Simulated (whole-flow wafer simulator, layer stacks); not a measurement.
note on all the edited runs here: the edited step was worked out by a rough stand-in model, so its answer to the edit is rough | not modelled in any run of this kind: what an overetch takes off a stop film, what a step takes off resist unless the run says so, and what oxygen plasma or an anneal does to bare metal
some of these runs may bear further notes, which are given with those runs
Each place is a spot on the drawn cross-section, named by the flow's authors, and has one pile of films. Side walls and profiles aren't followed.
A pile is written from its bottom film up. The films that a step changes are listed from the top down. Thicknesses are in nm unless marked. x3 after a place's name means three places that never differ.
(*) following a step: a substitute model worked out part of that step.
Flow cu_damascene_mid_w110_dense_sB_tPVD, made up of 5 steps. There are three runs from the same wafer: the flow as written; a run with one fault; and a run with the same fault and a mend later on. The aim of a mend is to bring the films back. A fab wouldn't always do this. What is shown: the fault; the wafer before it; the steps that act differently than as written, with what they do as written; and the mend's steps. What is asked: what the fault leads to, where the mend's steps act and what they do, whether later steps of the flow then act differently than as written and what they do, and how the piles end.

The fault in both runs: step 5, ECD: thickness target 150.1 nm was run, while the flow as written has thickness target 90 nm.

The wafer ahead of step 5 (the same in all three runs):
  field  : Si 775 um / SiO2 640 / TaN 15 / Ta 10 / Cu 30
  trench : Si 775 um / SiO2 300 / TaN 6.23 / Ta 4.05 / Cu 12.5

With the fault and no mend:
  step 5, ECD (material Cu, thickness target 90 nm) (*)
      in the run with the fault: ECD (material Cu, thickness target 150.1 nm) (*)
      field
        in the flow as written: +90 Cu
        in the run with the fault: +150.1 Cu
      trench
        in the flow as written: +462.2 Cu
        in the run with the fault: +522.3 Cu
  Every later step of the flow that is run acts as written at every place that is followed.
  The piles end different from the flow's at field, trench by more than 2% or 0.5 nm, whichever is larger.
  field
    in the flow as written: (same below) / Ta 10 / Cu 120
    in the run with the fault: (same below) / Ta 10 / Cu 180.1
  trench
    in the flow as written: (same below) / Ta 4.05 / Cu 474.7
    in the run with the fault: (same below) / Ta 4.05 / Cu 534.8

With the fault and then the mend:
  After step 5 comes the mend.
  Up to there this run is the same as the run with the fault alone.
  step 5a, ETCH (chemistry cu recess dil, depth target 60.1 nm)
      field, trench
        -60.1 Cu
  Every later step of the flow that is run acts as written at every place that is followed.
  The piles end the same as the flow's at every place that both follow.
